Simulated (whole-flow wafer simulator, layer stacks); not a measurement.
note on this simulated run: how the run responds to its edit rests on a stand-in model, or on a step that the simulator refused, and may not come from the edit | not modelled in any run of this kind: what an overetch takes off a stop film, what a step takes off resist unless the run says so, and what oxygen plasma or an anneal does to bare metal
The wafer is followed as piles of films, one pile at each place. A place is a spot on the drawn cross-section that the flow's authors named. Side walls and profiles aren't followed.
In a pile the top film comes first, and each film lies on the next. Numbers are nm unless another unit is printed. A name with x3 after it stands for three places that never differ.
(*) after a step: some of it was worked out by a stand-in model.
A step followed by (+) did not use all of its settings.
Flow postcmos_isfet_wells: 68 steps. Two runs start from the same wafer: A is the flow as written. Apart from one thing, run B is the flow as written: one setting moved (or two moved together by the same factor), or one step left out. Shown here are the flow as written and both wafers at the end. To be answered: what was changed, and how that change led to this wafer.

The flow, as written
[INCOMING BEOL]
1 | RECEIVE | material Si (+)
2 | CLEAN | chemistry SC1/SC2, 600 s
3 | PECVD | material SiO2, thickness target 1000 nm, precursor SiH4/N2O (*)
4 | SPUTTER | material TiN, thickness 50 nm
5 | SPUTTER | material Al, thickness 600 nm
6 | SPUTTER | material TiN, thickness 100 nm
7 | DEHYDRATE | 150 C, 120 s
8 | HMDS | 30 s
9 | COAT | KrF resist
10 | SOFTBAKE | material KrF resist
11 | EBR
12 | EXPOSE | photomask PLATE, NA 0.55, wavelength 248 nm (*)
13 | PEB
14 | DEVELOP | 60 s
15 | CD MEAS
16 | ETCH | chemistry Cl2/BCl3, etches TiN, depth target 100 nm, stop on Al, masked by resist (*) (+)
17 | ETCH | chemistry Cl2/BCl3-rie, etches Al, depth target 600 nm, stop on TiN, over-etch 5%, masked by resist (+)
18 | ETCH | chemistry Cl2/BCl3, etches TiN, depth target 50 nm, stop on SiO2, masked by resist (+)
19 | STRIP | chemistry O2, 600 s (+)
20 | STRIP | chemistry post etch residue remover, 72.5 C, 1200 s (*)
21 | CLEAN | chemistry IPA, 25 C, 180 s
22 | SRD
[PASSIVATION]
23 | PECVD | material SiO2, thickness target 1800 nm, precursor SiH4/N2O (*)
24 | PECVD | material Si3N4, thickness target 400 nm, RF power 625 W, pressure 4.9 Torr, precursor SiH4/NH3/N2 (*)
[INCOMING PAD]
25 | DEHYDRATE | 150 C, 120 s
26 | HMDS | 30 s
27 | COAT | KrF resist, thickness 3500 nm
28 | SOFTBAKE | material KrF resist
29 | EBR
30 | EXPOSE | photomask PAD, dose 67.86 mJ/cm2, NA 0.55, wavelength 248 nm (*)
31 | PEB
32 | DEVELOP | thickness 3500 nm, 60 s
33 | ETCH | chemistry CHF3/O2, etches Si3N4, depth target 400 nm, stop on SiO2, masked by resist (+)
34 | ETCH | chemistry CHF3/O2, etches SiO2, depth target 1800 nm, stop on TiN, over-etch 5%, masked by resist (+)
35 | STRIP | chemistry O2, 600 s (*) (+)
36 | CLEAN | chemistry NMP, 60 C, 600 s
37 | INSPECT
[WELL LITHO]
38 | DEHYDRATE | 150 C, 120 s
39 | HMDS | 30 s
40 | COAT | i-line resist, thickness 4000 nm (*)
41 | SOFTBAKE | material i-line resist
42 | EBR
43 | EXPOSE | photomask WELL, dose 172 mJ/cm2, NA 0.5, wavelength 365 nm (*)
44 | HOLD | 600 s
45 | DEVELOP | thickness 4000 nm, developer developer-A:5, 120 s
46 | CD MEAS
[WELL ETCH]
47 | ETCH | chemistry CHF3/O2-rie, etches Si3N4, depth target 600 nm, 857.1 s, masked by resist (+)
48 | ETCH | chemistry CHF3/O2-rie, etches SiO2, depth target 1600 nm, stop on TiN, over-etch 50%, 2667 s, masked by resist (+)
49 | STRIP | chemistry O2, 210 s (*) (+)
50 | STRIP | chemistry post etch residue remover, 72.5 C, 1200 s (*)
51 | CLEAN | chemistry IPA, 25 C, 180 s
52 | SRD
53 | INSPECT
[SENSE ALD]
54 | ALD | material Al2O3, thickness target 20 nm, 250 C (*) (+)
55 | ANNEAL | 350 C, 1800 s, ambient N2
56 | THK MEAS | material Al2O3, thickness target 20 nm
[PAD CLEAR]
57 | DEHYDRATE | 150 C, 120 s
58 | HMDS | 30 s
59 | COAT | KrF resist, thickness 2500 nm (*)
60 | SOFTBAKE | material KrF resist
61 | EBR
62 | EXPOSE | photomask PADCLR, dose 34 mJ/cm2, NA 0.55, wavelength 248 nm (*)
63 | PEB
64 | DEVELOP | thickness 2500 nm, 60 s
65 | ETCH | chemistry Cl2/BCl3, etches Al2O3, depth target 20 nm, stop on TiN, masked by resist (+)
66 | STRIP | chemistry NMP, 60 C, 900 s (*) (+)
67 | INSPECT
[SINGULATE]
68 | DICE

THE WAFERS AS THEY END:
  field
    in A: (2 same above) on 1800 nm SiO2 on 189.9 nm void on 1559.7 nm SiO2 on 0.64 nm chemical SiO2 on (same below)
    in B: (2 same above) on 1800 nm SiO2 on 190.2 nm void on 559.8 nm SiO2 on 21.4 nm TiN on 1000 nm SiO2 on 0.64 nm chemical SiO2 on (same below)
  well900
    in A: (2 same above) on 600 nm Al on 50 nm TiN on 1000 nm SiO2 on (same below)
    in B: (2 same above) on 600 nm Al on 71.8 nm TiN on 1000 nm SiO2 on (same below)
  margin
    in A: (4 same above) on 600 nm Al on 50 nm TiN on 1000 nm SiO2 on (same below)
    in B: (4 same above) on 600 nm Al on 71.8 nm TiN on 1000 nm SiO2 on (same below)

The reason: step 4, SPUTTER: thickness 71.8 nm was run, while the flow as written has thickness 50 nm.
The wafer itself shows it: well900 has TiN 71.8, and step 4 as written asks for 50 nm.

Step by step, how the change led to this:
  4 | SPUTTER | material TiN, thickness 50 nm
      field, margin, well900, well1300 x3, pad_rim, pad_clr, pad_open: A +50 TiN (new film) | B +71.8 TiN (new film)
  18 | ETCH | chemistry Cl2/BCl3, etches TiN, depth target 50 nm, stop on SiO2, masked by resist (+)
      field: A -50 TiN (all of it) | B -50 TiN
  23 | PECVD | material SiO2, thickness target 1800 nm, precursor SiH4/N2O (*)
      field: A +1800 SiO2 (new film), +189.9 void (new film), +559.7 SiO2 | B +1800 SiO2 (new film), +190.2 void (new film), +559.8 SiO2 (new film)
Taking metal films that touch as one body, field has 1 body; the flow as written gives 0 bodies.
